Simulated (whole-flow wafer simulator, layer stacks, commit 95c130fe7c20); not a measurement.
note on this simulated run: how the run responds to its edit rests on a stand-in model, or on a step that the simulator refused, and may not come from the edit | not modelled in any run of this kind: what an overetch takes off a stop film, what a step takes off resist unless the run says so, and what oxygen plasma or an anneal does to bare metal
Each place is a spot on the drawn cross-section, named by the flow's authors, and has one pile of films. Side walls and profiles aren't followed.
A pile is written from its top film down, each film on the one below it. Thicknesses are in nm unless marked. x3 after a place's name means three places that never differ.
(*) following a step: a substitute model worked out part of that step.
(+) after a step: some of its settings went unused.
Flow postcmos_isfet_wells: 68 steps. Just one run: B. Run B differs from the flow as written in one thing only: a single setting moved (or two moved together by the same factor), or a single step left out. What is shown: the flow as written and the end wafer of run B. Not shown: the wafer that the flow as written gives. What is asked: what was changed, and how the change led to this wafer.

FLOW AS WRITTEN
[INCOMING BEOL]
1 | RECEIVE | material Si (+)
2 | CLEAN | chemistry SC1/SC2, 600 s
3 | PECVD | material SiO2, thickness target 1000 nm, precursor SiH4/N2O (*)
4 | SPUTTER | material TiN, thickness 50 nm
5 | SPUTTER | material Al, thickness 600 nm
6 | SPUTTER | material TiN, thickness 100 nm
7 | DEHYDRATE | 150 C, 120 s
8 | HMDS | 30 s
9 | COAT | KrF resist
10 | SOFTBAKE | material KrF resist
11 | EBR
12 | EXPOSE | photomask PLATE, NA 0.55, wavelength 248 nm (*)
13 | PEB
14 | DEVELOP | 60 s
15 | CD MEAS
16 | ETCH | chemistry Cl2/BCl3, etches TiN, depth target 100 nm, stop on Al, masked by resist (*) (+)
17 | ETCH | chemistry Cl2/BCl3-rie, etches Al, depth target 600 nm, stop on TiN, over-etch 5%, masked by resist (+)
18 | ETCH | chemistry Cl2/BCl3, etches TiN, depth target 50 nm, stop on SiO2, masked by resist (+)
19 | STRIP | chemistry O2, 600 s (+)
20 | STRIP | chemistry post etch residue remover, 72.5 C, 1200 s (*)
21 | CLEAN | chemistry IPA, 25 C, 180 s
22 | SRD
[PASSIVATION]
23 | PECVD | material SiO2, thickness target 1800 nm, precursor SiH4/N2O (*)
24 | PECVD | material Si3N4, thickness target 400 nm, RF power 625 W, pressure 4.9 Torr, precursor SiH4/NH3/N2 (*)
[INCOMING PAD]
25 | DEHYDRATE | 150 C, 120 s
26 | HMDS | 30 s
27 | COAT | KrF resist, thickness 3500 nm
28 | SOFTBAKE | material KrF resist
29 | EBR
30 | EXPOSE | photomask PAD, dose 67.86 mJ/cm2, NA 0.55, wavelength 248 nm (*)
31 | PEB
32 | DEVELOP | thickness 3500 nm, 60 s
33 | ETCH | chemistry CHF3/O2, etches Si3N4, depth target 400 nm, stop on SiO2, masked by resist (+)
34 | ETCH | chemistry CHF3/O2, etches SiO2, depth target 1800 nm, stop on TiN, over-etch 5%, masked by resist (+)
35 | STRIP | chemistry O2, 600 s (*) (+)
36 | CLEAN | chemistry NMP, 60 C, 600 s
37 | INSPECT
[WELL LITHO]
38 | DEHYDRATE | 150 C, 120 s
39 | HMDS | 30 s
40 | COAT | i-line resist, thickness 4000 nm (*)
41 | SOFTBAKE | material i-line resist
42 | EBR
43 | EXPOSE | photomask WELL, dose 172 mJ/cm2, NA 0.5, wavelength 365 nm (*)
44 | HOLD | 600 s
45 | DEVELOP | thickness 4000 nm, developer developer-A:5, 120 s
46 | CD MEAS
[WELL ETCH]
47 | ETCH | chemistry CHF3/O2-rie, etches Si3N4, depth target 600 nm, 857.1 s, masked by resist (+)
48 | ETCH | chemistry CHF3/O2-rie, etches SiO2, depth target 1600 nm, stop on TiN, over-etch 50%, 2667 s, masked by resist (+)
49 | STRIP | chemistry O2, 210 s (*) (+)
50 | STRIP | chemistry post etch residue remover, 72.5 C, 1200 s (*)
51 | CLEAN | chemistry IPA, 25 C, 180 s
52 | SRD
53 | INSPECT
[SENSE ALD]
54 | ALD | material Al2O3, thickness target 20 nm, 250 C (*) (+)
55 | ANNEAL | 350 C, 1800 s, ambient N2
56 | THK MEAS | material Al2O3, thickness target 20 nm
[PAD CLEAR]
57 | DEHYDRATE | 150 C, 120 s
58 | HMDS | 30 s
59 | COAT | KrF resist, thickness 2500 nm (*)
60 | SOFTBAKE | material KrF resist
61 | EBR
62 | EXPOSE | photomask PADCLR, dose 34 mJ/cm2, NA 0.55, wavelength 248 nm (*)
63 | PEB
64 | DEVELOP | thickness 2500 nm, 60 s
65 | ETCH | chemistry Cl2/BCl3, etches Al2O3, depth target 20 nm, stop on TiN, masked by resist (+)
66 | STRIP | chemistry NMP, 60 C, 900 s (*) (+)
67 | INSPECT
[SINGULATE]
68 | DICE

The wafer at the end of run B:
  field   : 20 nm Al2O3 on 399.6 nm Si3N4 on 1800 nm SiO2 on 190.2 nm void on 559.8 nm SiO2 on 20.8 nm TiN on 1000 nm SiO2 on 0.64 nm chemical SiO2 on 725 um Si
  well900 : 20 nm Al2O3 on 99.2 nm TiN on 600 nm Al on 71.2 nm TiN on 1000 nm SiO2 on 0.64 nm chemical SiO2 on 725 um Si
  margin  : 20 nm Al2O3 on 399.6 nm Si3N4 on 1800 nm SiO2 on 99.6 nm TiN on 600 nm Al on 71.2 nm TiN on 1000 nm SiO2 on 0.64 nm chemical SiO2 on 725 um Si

The reason: step 4, SPUTTER: thickness 71.2 nm was run, while the flow as written has thickness 50 nm.
The wafer lets one read it off: well900 has TiN 71.2, and step 4 as written asks for 50 nm.

The path from the change to this, step by step:
  4 | SPUTTER | material TiN, thickness 50 nm
      field, margin, well900, well1300 x3, pad_rim, pad_clr, pad_open: TiN gains 71.2 (new film) (in the flow as written it would be: TiN gains 50 (new film))
  18 | ETCH | chemistry Cl2/BCl3, etches TiN, depth target 50 nm, stop on SiO2, masked by resist (+)
      field: TiN loses 50 (in the flow as written it would be: TiN loses 50 (all of it))
  23 | PECVD | material SiO2, thickness target 1800 nm, precursor SiH4/N2O (*)
      field: SiO2 gains 1800 (new film), void gains 190.2 (new film), SiO2 gains 559.8 (new film) (in the flow as written it would be: SiO2 gains 1800 (new film), void gains 189.9 (new film), SiO2 gains 559.7)
With metal films that touch counted as one body, field has 1 body; the flow as written gives 0 bodies.
